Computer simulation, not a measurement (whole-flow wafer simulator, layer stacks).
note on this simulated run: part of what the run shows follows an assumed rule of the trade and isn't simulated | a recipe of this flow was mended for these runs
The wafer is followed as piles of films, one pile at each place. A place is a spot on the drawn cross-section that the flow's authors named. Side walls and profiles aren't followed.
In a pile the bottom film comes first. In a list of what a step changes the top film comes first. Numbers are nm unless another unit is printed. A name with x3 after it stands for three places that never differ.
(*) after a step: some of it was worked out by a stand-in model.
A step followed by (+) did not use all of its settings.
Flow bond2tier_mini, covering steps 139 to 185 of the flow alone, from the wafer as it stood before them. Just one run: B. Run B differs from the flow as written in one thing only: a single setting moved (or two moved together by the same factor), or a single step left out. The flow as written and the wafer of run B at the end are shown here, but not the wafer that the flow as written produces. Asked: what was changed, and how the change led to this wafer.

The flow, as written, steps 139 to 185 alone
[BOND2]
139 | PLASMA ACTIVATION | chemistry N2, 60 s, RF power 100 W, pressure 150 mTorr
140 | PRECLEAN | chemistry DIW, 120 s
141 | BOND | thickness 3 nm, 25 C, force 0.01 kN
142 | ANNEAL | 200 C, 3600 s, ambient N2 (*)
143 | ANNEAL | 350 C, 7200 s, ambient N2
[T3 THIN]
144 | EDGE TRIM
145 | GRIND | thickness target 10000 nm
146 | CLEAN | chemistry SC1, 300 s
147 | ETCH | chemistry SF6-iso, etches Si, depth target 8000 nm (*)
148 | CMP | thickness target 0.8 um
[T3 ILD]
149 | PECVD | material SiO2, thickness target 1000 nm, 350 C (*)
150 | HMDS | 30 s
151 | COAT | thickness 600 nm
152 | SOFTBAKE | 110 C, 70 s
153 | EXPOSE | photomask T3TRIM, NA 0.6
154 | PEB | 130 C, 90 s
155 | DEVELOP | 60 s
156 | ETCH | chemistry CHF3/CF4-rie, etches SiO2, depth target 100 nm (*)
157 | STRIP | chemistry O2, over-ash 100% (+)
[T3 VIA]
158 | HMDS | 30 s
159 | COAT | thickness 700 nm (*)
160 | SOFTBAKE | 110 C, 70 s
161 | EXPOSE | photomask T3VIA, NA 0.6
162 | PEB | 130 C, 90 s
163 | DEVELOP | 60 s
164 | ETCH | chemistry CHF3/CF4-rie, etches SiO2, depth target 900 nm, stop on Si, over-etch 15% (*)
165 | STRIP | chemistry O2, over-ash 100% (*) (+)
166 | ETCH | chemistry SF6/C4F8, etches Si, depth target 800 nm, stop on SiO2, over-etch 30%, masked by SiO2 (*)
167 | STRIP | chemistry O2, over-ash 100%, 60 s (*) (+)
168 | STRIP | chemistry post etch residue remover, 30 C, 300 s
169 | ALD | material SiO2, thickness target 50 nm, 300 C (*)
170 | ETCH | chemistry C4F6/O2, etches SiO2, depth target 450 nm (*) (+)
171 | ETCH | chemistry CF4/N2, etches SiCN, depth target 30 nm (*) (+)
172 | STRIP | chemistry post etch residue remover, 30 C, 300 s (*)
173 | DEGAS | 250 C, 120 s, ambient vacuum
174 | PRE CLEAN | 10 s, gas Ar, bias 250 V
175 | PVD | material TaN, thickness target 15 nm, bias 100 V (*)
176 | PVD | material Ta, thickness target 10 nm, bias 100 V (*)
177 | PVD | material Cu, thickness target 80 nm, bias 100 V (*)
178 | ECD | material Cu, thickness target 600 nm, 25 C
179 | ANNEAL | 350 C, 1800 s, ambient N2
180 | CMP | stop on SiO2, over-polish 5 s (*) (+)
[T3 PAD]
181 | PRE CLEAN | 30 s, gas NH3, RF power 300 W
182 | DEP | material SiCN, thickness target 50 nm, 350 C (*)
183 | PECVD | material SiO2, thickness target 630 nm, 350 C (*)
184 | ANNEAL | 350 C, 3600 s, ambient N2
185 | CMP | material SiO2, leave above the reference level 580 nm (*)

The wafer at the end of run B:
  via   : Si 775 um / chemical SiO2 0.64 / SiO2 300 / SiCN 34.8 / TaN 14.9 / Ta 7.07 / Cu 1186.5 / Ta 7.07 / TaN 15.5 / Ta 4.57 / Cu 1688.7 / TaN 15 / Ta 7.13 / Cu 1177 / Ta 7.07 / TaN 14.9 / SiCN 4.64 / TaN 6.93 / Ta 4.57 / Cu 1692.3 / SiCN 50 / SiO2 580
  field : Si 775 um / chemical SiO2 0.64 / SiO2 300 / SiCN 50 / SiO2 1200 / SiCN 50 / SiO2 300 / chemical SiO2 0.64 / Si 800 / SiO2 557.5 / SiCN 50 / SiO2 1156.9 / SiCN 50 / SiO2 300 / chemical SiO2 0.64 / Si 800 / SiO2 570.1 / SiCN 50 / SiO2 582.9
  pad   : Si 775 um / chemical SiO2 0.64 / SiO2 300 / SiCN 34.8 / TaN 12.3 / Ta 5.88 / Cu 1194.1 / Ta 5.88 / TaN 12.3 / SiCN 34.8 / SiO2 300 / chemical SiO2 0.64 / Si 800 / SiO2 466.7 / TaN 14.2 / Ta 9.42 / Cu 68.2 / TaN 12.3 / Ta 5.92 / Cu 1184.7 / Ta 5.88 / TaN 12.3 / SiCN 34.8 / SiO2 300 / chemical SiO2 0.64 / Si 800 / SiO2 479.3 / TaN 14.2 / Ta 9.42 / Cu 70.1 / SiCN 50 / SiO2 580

What caused this: step 171, ETCH: depth target 11.1 nm was run, while the flow as written has depth target 30 nm.

The path from the change to this, step by step:
  171 | ETCH | chemistry CF4/N2, etches SiCN, depth target 30 nm (*) (+)
      via: -11.1 SiCN (as written it would have been: -17.6 SiCN (all of it), -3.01 TaN)
      field, pad: -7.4 SiO2 (as written it would have been: -20 SiO2)
  174 | PRE CLEAN | 10 s, gas Ar, bias 250 V
      via: -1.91 SiCN (as written it would have been: -3.19 TaN)
  175 | PVD | material TaN, thickness target 15 nm, bias 100 V (*)
      via: +6.93 TaN (new film) (as written it would have been: +6.94 TaN)
With metal films that touch counted as one body, via has 2 bodies (between them, from the top down: SiCN 4.64); the flow as written gives 1 body.
